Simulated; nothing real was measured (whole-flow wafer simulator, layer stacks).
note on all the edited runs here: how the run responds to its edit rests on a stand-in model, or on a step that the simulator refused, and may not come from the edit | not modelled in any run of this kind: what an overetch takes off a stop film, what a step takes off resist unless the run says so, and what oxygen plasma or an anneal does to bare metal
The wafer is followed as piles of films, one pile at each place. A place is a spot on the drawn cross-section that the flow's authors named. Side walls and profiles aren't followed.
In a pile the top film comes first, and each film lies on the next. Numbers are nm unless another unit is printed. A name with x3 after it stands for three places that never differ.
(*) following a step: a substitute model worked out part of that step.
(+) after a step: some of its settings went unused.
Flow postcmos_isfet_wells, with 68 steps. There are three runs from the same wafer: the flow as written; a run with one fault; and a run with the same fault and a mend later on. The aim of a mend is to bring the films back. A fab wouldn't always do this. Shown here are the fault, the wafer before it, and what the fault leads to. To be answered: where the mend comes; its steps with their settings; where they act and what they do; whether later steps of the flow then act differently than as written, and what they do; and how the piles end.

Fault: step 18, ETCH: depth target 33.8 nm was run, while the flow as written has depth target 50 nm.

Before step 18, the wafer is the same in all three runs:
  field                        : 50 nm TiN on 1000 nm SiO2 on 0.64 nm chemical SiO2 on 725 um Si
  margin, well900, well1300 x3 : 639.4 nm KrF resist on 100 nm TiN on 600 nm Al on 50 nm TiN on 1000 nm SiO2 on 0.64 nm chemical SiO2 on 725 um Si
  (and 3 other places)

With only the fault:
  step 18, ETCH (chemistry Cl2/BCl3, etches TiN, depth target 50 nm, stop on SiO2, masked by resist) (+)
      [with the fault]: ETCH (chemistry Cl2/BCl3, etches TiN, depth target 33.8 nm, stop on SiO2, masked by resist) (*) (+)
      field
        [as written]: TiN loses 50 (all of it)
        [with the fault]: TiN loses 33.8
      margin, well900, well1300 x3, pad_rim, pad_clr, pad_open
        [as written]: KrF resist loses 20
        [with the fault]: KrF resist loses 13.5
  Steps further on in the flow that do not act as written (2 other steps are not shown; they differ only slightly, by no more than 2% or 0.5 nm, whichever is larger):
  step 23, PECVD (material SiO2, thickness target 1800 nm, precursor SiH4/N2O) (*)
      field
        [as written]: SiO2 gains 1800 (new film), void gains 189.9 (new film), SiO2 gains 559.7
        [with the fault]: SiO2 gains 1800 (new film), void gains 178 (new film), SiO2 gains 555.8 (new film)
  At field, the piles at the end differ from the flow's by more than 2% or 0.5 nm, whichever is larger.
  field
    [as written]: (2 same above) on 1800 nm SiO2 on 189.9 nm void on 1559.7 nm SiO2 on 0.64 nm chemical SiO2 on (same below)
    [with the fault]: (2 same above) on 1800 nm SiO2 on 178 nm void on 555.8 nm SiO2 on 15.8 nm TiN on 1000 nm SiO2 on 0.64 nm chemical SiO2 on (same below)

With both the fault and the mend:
  The mend stands after step 18.
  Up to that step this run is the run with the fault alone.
  step 18a, ETCH (chemistry Cl2/BCl3, etches TiN, depth target 16.2 nm, stop on SiO2, masked by resist) (the flow's step 18 again, with other settings)
      margin, well900, well1300 x3, pad_rim, pad_clr, pad_open
        KrF resist loses 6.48
      field
        TiN loses 16.2 (all of it)
  Every later step of the flow that is run acts as written at every place that is followed.
  At every place that both follow, the piles at the end match the flow's.
